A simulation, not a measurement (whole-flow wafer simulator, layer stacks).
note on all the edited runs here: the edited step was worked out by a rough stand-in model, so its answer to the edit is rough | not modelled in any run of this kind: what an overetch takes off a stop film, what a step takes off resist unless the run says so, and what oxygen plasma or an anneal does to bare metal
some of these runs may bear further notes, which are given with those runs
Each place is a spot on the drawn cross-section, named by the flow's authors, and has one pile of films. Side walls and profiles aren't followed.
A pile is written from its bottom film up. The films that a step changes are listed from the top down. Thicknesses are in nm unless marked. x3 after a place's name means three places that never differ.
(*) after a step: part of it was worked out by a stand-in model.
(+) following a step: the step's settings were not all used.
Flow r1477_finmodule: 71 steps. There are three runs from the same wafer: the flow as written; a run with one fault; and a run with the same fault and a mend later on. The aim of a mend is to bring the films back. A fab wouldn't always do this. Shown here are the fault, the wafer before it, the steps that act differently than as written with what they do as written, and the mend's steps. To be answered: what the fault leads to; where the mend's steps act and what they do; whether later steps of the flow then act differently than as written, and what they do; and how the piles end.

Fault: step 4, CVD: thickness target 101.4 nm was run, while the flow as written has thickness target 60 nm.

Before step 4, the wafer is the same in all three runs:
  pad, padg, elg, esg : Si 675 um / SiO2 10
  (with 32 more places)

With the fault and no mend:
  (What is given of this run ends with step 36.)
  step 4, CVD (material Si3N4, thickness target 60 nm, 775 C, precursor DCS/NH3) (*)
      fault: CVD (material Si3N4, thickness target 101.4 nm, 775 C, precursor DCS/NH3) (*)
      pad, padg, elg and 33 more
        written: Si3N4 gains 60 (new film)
        fault: Si3N4 gains 101.4 (new film)
  Later steps of the flow acting differently than as written:
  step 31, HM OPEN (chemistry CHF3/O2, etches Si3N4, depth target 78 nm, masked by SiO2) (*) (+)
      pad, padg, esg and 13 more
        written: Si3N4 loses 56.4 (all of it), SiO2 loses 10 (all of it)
        fault: Si3N4 loses 78
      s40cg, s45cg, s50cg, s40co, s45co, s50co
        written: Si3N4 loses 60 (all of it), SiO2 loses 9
        fault: Si3N4 loses 78
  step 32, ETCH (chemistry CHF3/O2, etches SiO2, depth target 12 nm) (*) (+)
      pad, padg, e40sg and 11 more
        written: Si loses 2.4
        fault: Si3N4 loses 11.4
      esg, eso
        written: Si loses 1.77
        fault: Si3N4 loses 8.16
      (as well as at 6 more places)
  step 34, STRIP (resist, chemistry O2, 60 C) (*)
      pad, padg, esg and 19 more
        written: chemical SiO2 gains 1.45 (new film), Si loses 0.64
        fault: nothing
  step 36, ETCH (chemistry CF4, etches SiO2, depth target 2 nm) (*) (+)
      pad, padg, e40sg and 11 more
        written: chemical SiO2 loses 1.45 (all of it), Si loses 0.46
        fault: Si3N4 loses 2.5
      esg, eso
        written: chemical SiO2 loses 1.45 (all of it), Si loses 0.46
        fault: Si3N4 loses 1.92
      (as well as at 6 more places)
  Once step 36 is done, the piles at pad, padg, elg and 33 more depart from the flow's by more than 2% or 0.5 nm, whichever is larger.
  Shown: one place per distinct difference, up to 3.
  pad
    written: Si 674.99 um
    fault: Si 675 um / SiO2 10 / Si3N4 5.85
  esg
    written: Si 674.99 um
    fault: Si 675 um / SiO2 10 / Si3N4 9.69
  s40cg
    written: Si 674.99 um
    fault: Si 675 um / SiO2 10 / Si3N4 11.7

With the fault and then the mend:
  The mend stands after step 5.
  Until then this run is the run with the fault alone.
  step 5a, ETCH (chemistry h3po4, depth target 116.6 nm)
      pad, padg, elg and 33 more
        Si3N4 loses 101.4 (all of it)
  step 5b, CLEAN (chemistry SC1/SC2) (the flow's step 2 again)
      leaves every film unchanged at each place that is followed
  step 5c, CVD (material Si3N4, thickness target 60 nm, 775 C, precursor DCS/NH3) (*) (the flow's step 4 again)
      pad, padg, elg and 33 more
        Si3N4 gains 60 (new film)
  Every later step of the flow that is run acts as written at every place that is followed.
  By the end, the piles equal the flow's at every place that both follow.
